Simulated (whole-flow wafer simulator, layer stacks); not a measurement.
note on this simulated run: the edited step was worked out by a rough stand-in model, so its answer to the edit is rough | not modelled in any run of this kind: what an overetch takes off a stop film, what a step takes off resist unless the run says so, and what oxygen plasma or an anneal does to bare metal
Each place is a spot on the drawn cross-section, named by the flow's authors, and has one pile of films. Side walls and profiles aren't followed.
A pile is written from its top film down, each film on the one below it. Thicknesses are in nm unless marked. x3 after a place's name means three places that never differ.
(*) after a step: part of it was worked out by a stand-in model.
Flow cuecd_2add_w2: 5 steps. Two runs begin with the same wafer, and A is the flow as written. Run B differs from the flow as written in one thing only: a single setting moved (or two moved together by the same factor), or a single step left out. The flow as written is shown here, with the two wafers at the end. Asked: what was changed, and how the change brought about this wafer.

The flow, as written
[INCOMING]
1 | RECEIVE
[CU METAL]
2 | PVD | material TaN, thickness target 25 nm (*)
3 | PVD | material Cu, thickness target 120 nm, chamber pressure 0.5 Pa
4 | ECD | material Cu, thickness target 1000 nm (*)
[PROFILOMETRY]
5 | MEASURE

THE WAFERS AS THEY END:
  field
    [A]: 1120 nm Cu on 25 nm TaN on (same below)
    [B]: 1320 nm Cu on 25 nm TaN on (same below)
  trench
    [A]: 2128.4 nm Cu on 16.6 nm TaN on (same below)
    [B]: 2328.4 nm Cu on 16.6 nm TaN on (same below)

What caused this: step 4, ECD: thickness target 1200 nm was run, while the flow as written has thickness target 1000 nm.

How this came from the change, step by step:
  4 | ECD | material Cu, thickness target 1000 nm (*)
      field: A +1000 Cu | B +1200 Cu
      trench: A +2047.6 Cu | B +2247.6 Cu
